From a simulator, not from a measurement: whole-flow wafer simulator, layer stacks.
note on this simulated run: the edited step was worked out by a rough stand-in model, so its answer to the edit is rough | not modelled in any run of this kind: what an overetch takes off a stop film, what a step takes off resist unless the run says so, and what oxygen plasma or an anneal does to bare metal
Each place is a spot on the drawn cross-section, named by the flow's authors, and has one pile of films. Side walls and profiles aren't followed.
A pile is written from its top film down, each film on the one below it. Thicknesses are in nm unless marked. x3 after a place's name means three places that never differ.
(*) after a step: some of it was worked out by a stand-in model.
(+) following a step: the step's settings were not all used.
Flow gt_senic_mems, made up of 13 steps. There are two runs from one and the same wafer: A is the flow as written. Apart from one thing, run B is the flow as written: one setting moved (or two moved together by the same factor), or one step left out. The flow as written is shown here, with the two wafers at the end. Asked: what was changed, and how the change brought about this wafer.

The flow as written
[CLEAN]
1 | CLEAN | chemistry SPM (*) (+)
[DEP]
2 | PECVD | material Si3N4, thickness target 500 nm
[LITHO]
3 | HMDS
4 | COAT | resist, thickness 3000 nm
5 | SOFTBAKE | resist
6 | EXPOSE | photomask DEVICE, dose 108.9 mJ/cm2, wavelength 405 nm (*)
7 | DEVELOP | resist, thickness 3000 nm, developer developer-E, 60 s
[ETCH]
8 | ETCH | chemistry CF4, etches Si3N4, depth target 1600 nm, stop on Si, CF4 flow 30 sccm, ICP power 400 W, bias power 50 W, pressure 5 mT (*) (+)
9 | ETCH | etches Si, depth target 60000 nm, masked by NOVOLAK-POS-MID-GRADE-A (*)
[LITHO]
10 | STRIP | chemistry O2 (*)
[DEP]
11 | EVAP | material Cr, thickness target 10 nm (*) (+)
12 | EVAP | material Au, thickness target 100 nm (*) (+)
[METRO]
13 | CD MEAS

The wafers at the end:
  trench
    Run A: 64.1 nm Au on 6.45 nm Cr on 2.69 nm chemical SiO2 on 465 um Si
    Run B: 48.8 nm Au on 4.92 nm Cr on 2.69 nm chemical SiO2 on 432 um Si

The reason: step 9, ETCH: depth target 93000 nm was run, whereas the flow has depth target 60000 nm.

The path from the change to this, step by step:
  9 | ETCH | etches Si, depth target 60000 nm, masked by NOVOLAK-POS-MID-GRADE-A (*)
      field: A resist loses 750 | B resist loses 1162.5
      trench: A Si loses 60 um | B Si loses 93 um
  10 | STRIP | chemistry O2 (*)
      field: A resist loses 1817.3 (all of it) | B resist loses 1404.8 (all of it)
  11 | EVAP | material Cr, thickness target 10 nm (*) (+)
      trench: A Cr gains 6.45 (new film) | B Cr gains 4.92 (new film)
  12 | EVAP | material Au, thickness target 100 nm (*) (+)
      trench: A Au gains 64.1 (new film) | B Au gains 48.8 (new film)
